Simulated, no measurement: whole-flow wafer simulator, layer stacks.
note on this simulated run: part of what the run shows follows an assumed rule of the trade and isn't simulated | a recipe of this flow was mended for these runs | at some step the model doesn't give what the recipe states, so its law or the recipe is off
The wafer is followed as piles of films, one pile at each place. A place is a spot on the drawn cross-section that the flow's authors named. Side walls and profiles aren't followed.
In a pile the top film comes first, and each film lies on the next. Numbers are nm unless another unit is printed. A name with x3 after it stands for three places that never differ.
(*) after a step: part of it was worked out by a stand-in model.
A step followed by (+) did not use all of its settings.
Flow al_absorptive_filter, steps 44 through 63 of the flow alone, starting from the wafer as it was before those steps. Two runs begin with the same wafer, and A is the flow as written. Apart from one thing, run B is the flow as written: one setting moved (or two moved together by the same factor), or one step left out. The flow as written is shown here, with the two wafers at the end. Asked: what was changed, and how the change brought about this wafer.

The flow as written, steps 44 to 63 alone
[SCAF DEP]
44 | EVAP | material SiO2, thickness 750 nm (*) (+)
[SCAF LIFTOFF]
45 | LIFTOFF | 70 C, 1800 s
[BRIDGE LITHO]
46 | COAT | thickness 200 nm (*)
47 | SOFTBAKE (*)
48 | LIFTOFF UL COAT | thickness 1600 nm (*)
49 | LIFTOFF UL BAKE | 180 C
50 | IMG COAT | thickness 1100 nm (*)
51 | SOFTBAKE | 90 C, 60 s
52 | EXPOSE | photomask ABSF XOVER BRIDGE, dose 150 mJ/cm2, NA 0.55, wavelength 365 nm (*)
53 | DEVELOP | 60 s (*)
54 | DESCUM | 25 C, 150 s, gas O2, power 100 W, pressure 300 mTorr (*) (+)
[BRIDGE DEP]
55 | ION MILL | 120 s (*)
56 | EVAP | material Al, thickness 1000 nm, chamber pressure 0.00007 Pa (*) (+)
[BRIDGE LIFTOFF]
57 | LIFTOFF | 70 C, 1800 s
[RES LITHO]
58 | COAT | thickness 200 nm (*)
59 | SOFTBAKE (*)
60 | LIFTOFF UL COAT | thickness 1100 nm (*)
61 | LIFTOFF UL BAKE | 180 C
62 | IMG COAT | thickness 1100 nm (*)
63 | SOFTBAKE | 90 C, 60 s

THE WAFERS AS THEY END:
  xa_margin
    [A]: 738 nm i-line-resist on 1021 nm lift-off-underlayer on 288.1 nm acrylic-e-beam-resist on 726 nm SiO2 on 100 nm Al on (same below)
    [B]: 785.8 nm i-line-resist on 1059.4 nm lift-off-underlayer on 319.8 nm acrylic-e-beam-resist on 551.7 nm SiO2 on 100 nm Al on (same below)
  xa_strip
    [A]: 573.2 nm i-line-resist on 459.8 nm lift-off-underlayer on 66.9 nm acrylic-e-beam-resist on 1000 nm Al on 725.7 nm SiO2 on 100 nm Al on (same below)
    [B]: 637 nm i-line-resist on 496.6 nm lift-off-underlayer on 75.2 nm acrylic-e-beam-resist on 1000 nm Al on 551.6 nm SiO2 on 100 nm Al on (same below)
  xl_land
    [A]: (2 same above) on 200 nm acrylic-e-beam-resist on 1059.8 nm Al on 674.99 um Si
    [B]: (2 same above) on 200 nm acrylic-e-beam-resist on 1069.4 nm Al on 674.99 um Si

Cause: step 44, EVAP: thickness 570 nm was run, whereas the flow has thickness 750 nm; step 55, ION MILL: 91.2 s was run, where the flow has 120 s.

The path from the change to this, step by step:
  44 | EVAP | material SiO2, thickness 750 nm (*) (+)
      gnd, pad_far, pad_near and 10 more: A SiO2 gains 750 (new film) | B SiO2 gains 570 (new film)
      xa_margin: A SiO2 gains 726 (new film) | B SiO2 gains 551.7 (new film)
  45 | LIFTOFF | 70 C, 1800 s
      gnd, xa_field, xl_land, idc_field: A SiO2 loses 750 (all of it), i-line-resist loses 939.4 (all of it), lift-off-underlayer loses 1100 (all of it), acrylic-e-beam-resist loses 200 (all of it) | B SiO2 loses 570 (all of it), i-line-resist loses 939.4 (all of it), lift-off-underlayer loses 1100 (all of it), acrylic-e-beam-resist loses 200 (all of it)
      pad_far: A SiO2 loses 750 (all of it), i-line-resist loses 937 (all of it), lift-off-underlayer loses 1092.7 (all of it), acrylic-e-beam-resist loses 198.5 (all of it) | B SiO2 loses 570 (all of it), i-line-resist loses 937 (all of it), lift-off-underlayer loses 1092.7 (all of it), acrylic-e-beam-resist loses 198.5 (all of it)
      (and at 5 other places as well)
  46 | COAT | thickness 200 nm (*)
      xa_margin: A acrylic-e-beam-resist gains 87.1 (new film) | B acrylic-e-beam-resist gains 94 (new film)
      xa_strip: A acrylic-e-beam-resist gains 156.7 (new film) | B acrylic-e-beam-resist gains 170.9 (new film)
      (and at 2 other places as well)
  48 | LIFTOFF UL COAT | thickness 1600 nm (*)
      xa_margin: A lift-off-underlayer gains 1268 (new film) | B lift-off-underlayer gains 1358.8 (new film)
      xa_strip: A lift-off-underlayer gains 1219 (new film) | B lift-off-underlayer gains 1296.1 (new film)
      (and at 2 other places as well)
  50 | IMG COAT | thickness 1100 nm (*)
      xa_margin: A i-line-resist gains 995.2 (new film) | B i-line-resist gains 1025.5 (new film)
      xa_strip: A i-line-resist gains 962 (new film) | B i-line-resist gains 1001.1 (new film)
      (and at 2 other places as well)
  51 | SOFTBAKE | 90 C, 60 s
      xa_strip: A i-line-resist loses 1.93 | B i-line-resist loses 1.41
      xl_turn: A i-line-resist loses 1.83 | B i-line-resist loses 1.31
  53 | DEVELOP | 60 s (*)
      xa_strip: A i-line-resist loses 960.1 (all of it), lift-off-underlayer loses 1219 (all of it) | B i-line-resist loses 999.7 (all of it), lift-off-underlayer loses 1296.1 (all of it)
      xl_gap: A i-line-resist loses 1001.2 (all of it), lift-off-underlayer loses 1316.9 (all of it) | B i-line-resist loses 1031.2 (all of it), lift-off-underlayer loses 1404.7 (all of it)
      (and at 1 other place as well)
  54 | DESCUM | 25 C, 150 s, gas O2, power 100 W, pressure 300 mTorr (*) (+)
      xa_strip: A acrylic-e-beam-resist loses 156.7 (all of it) | B acrylic-e-beam-resist loses 170.9 (all of it)
      xl_gap: A acrylic-e-beam-resist loses 97.9 (all of it) | B acrylic-e-beam-resist loses 115.3 (all of it)
      (and at 1 other place as well)
  55 | ION MILL | 120 s (*)
      gnd, pad_far, pad_near and 7 more: A i-line-resist loses 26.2 | B i-line-resist loses 19.9
      xa_strip, xl_gap, xl_turn: A SiO2 loses 24.3 | B SiO2 loses 18.4
      (and at 1 other place as well)
  57 | LIFTOFF | 70 C, 1800 s
      xa_margin: A Al loses 1000 (all of it), i-line-resist loses 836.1 (all of it), lift-off-underlayer loses 1268 (all of it), acrylic-e-beam-resist loses 87.1 (all of it) | B Al loses 1000 (all of it), i-line-resist loses 874.7 (all of it), lift-off-underlayer loses 1358.8 (all of it), acrylic-e-beam-resist loses 94 (all of it)
  58 | COAT | thickness 200 nm (*)
      xa_margin: A acrylic-e-beam-resist gains 288.1 (new film) | B acrylic-e-beam-resist gains 319.8 (new film)
      xa_strip: A acrylic-e-beam-resist gains 66.9 (new film) | B acrylic-e-beam-resist gains 75.2 (new film)
      (and at 2 other places as well)
  60 | LIFTOFF UL COAT | thickness 1100 nm (*)
      xa_margin: A lift-off-underlayer gains 1021 (new film) | B lift-off-underlayer gains 1059.4 (new film)
      xa_strip: A lift-off-underlayer gains 459.8 (new film) | B lift-off-underlayer gains 496.6 (new film)
      (and at 2 other places as well)
  62 | IMG COAT | thickness 1100 nm (*)
      xa_margin: A i-line-resist gains 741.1 (new film) | B i-line-resist gains 788.6 (new film)
      xa_strip: A i-line-resist gains 577.9 (new film) | B i-line-resist gains 641.7 (new film)
      (and at 2 other places as well)
  63 | SOFTBAKE | 90 C, 60 s
      xl_turn: A i-line-resist loses 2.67 | B i-line-resist loses 1.95
